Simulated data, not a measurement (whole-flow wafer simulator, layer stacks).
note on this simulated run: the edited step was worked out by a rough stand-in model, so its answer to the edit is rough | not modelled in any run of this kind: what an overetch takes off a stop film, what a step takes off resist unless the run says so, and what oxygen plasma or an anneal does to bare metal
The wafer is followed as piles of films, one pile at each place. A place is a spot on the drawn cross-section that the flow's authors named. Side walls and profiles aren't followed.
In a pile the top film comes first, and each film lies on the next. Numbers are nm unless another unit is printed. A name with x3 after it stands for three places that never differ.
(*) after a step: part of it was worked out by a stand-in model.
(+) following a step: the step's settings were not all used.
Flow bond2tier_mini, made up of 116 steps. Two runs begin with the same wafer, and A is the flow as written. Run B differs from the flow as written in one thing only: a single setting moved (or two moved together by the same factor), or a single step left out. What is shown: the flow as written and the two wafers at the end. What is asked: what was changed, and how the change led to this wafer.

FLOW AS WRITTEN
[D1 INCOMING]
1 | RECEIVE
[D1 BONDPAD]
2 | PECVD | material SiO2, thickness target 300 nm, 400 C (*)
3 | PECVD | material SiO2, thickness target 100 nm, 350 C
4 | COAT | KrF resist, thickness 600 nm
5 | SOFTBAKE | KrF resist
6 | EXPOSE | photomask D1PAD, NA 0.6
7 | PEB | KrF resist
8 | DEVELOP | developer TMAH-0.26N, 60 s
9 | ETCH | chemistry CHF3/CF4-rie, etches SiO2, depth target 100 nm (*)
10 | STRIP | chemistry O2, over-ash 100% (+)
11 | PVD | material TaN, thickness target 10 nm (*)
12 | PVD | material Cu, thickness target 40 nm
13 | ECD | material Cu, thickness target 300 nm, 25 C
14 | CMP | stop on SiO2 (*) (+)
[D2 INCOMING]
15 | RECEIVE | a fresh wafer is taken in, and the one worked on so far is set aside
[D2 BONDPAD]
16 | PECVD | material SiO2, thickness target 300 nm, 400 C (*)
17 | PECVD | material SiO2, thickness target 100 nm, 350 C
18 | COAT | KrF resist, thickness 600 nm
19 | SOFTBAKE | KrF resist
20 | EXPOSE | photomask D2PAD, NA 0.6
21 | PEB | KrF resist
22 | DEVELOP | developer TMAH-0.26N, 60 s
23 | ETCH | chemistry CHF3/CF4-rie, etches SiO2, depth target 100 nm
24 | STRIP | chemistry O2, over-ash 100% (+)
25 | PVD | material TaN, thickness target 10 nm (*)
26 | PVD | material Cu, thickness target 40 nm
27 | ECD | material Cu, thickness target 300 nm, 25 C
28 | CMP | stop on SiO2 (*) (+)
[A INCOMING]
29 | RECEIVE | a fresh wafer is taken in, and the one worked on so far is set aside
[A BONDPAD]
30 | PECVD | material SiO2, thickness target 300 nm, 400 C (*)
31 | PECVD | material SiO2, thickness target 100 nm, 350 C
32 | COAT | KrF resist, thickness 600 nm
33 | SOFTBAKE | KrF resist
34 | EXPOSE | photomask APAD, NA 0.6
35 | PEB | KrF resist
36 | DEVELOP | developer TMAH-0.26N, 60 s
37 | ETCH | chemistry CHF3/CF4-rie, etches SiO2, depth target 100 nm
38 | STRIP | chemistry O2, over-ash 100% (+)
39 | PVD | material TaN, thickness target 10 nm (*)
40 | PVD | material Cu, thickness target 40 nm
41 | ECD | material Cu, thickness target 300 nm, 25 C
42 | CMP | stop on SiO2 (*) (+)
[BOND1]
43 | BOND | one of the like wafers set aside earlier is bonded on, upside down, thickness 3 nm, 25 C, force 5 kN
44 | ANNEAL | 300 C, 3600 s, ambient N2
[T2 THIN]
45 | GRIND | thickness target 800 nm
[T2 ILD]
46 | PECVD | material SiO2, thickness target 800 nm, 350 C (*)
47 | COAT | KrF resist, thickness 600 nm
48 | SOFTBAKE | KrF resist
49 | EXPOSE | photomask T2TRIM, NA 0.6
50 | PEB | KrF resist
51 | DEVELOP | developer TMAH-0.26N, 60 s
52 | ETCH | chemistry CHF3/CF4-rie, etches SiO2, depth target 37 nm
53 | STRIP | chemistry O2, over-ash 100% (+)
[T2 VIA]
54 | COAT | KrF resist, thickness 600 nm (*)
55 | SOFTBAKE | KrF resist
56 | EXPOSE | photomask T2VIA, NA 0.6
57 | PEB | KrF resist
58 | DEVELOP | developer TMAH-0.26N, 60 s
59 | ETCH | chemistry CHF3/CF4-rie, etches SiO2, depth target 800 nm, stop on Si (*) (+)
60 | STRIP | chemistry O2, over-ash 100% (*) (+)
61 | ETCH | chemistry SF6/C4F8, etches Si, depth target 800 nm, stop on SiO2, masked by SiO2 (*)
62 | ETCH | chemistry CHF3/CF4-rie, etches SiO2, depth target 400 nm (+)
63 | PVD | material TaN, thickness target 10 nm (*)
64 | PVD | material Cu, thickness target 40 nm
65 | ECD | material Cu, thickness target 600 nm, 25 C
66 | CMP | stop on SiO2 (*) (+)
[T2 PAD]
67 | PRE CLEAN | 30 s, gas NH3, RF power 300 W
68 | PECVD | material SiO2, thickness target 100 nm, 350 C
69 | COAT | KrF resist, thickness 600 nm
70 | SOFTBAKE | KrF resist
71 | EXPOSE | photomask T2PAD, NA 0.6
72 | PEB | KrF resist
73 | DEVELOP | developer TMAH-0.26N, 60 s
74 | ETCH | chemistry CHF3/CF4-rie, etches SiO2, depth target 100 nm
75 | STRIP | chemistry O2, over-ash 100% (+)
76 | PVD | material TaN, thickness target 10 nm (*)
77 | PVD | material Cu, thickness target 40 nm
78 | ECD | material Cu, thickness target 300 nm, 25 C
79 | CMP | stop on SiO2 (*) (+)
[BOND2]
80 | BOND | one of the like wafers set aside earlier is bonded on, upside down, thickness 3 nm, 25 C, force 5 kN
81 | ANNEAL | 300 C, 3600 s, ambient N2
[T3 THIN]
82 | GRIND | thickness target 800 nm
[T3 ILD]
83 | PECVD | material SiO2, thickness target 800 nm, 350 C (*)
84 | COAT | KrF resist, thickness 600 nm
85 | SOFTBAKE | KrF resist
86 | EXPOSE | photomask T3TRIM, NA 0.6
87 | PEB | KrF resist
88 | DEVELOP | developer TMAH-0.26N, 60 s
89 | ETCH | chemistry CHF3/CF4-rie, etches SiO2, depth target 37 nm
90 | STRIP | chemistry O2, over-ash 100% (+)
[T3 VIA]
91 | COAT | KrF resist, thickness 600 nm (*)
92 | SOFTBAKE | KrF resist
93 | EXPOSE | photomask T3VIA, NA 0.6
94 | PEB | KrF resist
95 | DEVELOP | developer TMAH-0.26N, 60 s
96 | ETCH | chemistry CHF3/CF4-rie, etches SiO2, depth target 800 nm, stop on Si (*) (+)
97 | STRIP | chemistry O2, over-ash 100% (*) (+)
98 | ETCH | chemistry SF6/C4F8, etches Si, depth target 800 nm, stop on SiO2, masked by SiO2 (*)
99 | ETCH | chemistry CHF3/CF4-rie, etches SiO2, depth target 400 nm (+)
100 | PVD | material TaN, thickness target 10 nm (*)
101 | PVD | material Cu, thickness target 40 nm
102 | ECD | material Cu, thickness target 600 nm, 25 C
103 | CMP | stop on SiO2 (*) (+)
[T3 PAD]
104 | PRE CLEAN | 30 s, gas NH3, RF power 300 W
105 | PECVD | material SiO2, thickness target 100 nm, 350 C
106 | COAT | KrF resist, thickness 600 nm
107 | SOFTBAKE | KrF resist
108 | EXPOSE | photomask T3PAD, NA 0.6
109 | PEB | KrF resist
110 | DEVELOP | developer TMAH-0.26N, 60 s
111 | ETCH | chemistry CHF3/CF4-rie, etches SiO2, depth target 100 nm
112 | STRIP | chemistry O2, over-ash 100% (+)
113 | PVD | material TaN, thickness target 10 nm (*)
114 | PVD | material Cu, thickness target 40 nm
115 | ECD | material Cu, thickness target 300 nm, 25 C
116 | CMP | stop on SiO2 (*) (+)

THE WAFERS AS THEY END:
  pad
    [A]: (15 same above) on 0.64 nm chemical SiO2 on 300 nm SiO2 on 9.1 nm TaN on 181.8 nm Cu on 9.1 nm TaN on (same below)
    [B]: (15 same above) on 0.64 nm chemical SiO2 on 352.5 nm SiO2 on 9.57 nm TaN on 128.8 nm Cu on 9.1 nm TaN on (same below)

The reason: step 9, ETCH: depth target 47.5 nm was run, while the flow as written has depth target 100 nm.

Step by step, how the change led to this:
  9 | ETCH | chemistry CHF3/CF4-rie, etches SiO2, depth target 100 nm (*)
      pad, via: A SiO2 loses 100 | B SiO2 loses 47.5
      field: A KrF resist loses 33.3 | B KrF resist loses 15.8
  10 | STRIP | chemistry O2, over-ash 100% (+)
      field: A KrF resist loses 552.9 (all of it) | B KrF resist loses 570.4 (all of it)
  12 | PVD | material Cu, thickness target 40 nm
      pad: A Cu gains 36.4 (new film) | B Cu gains 38.3 (new film)
  13 | ECD | material Cu, thickness target 300 nm, 25 C
      pad: A Cu gains 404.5 | B Cu gains 349.7
      via: A Cu gains 400.2 | B Cu gains 347.5
  43 | BOND | one of the like wafers set aside earlier is bonded on, upside down, thickness 3 nm, 25 C, force 5 kN
      pad: A Si gains 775 um (new film), chemical SiO2 gains 0.64 (new film), SiO2 gains 300 (new film), TaN gains 9.1 (new film), Cu gains 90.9 | B Si gains 775 um (new film), chemical SiO2 gains 0.64 (new film), SiO2 gains 352.5 (new film), TaN gains 9.57 (new film), Cu gains 37.9
      via: A Si gains 775 um (new film), chemical SiO2 gains 0.64 (new film), SiO2 gains 300 (new film), TaN gains 9.97 (new film), Cu gains 90 | B Si gains 775 um (new film), chemical SiO2 gains 0.64 (new film), SiO2 gains 352.5 (new film), TaN gains 10 (new film), Cu gains 37.5
